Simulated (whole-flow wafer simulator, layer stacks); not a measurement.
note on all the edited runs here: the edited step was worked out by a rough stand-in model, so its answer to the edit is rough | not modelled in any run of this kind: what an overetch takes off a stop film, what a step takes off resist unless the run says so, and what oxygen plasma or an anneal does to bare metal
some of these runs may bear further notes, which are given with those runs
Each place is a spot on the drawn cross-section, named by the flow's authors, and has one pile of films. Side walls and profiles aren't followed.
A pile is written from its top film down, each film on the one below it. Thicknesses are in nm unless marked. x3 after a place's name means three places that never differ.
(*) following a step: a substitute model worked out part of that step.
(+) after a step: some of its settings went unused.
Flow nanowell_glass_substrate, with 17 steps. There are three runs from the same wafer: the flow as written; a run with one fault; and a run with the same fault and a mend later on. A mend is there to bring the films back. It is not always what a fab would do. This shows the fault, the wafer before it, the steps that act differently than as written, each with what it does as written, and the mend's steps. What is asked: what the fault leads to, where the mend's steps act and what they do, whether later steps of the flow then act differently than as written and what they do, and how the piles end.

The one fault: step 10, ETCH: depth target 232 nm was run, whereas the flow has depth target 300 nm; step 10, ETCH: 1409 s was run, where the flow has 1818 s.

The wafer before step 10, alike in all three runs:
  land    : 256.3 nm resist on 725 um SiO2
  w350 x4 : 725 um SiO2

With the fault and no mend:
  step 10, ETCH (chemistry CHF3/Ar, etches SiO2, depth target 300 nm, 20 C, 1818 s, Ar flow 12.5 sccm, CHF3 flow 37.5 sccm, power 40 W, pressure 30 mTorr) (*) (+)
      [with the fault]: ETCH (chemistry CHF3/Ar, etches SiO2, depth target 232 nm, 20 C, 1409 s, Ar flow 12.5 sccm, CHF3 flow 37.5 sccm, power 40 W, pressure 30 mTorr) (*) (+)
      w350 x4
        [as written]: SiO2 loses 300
        [with the fault]: SiO2 loses 232
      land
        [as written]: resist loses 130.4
        [with the fault]: resist loses 100.9
  Steps further on in the flow that do not act as written:
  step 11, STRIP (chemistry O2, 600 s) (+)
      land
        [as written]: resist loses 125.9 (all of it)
        [with the fault]: resist loses 155.5 (all of it)
  The piles end only slightly different from the flow's at the places that both follow, by no more than 2% or 0.5 nm, whichever is larger.

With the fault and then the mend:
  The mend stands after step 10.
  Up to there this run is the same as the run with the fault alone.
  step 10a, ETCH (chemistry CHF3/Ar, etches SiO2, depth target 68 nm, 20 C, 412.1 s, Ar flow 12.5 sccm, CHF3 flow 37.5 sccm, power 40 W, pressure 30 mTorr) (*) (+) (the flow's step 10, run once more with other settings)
      w350 x4
        SiO2 loses 68
      land
        resist loses 29.6
  None of the later steps of the flow acts differently than as written at any place that is followed.
  At every place that both follow, the piles at the end match the flow's.
